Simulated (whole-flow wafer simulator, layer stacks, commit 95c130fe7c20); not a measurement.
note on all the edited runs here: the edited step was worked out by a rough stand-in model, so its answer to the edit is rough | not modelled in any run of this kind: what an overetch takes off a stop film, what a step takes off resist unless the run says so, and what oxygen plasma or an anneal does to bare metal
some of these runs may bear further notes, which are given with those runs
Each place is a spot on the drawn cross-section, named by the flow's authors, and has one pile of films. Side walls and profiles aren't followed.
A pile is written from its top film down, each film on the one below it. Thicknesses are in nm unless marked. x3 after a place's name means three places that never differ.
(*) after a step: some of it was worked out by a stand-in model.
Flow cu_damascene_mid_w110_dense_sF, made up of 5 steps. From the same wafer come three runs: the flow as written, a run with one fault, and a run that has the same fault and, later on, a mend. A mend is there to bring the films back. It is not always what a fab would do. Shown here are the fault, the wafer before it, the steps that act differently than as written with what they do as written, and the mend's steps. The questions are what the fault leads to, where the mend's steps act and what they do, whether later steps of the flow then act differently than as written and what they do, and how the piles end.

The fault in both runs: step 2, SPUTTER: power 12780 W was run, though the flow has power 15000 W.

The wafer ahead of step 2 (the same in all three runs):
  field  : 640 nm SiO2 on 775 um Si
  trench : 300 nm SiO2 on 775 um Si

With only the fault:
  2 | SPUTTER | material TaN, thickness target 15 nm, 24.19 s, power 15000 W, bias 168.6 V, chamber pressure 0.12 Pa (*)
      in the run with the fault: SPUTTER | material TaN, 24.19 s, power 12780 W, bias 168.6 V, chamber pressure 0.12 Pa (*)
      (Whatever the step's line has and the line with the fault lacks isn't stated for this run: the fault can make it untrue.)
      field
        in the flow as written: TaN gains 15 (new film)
        in the run with the fault: TaN gains 12.8 (new film)
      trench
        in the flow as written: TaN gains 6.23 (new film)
        in the run with the fault: TaN gains 5.31 (new film)
  Every later step of the flow that is run acts as written, at every place that is followed, to within 2% or 0.5 nm, whichever is larger.
  By the end, the piles at field, trench depart from the flow's by more than 2% or 0.5 nm, whichever is larger.
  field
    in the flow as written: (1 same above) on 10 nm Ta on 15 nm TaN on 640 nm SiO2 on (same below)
    in the run with the fault: (1 same above) on 10 nm Ta on 12.8 nm TaN on 640 nm SiO2 on (same below)
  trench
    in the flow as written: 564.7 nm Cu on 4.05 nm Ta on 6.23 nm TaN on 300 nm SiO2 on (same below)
    in the run with the fault: 563.4 nm Cu on 4.07 nm Ta on 5.31 nm TaN on 300 nm SiO2 on (same below)

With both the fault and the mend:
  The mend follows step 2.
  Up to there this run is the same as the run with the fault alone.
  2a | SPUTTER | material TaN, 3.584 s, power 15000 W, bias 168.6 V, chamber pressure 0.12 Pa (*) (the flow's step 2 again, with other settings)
      field
        TaN gains 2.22
      trench
        TaN gains 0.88
  Every later step of the flow that is run acts as written, at every place that is followed, to within 2% or 0.5 nm, whichever is larger.
  At the end the piles are close to the flow's at the places that both follow, differing by at most 2% or 0.5 nm, whichever is larger.
